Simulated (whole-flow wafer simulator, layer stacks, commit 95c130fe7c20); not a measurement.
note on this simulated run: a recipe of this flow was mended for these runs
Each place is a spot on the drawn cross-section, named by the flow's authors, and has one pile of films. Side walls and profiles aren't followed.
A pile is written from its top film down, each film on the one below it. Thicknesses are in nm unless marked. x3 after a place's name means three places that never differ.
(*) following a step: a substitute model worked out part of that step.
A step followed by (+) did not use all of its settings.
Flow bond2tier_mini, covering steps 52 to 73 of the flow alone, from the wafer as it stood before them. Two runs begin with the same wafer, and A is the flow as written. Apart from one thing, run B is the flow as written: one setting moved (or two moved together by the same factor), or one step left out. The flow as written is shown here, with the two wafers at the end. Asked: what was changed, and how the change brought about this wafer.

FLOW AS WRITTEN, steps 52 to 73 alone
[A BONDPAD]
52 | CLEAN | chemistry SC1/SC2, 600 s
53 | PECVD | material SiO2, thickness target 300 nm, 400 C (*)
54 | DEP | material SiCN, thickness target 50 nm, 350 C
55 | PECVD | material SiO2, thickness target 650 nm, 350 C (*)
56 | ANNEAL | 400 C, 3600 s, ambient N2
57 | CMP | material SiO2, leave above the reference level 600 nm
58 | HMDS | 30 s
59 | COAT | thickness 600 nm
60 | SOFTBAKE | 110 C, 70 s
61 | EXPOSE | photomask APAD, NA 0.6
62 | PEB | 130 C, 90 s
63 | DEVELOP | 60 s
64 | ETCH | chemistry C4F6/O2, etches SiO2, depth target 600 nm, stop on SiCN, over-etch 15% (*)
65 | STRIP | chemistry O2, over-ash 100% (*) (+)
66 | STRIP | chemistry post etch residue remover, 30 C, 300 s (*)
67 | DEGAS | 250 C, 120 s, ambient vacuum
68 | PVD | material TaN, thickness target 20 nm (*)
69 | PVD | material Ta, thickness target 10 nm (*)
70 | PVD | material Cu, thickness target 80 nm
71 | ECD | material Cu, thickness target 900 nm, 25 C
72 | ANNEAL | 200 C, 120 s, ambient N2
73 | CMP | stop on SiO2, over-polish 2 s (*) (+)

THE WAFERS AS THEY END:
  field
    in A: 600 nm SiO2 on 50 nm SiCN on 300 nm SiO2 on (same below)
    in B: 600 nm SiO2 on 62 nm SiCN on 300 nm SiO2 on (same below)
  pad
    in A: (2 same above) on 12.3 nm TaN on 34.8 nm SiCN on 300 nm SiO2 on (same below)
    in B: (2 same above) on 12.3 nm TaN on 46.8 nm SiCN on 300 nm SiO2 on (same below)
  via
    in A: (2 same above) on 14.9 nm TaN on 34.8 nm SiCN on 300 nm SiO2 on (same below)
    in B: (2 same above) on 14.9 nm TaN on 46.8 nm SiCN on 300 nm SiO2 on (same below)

What caused this: step 54, DEP: thickness target 62 nm was run, whereas the flow has thickness target 50 nm.
The wafer itself shows it: field has SiCN 62, and step 54 as written asks for 50 nm.

How this came from the change, step by step:
  54 | DEP | material SiCN, thickness target 50 nm, 350 C
      field, pad, via: A SiCN gains 50 (new film) | B SiCN gains 62 (new film)
